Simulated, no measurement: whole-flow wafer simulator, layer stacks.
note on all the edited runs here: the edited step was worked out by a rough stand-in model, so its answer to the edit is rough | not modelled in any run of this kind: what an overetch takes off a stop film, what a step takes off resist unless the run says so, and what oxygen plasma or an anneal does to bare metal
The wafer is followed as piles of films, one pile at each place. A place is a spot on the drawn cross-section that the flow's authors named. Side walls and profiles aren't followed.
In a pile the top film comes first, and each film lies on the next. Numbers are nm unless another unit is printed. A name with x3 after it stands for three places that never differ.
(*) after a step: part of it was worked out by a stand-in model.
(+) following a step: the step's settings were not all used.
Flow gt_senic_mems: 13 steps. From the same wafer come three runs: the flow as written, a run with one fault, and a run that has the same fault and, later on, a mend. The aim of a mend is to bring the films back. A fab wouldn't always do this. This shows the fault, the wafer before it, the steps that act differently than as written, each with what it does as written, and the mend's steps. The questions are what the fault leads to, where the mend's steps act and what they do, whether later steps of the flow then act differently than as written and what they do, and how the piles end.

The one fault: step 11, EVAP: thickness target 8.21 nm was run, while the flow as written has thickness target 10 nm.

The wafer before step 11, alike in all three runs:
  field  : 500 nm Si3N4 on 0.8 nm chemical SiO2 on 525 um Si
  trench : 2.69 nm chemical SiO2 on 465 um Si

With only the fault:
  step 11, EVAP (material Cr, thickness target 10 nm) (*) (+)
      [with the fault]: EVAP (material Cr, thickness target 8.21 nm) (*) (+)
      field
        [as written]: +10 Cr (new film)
        [with the fault]: +8.21 Cr (new film)
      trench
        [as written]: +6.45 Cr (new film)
        [with the fault]: +5.3 Cr (new film)
  None of the later steps of the flow acts differently than as written at any place that is followed.
  At field, trench, the piles at the end differ from the flow's by more than 2% or 0.5 nm, whichever is larger.
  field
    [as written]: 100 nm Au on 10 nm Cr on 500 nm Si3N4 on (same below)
    [with the fault]: 100 nm Au on 8.21 nm Cr on 500 nm Si3N4 on (same below)
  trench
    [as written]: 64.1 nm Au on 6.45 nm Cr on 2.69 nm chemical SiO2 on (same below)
    [with the fault]: 64.1 nm Au on 5.3 nm Cr on 2.69 nm chemical SiO2 on (same below)

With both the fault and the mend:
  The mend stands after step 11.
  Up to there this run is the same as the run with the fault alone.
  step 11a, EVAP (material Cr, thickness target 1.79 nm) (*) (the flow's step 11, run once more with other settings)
      field
        +1.79 Cr
      trench
        +1.16 Cr
  None of the later steps of the flow acts differently than as written at any place that is followed.
  The piles end only slightly different from the flow's at the places that both follow, by no more than 2% or 0.5 nm, whichever is larger.
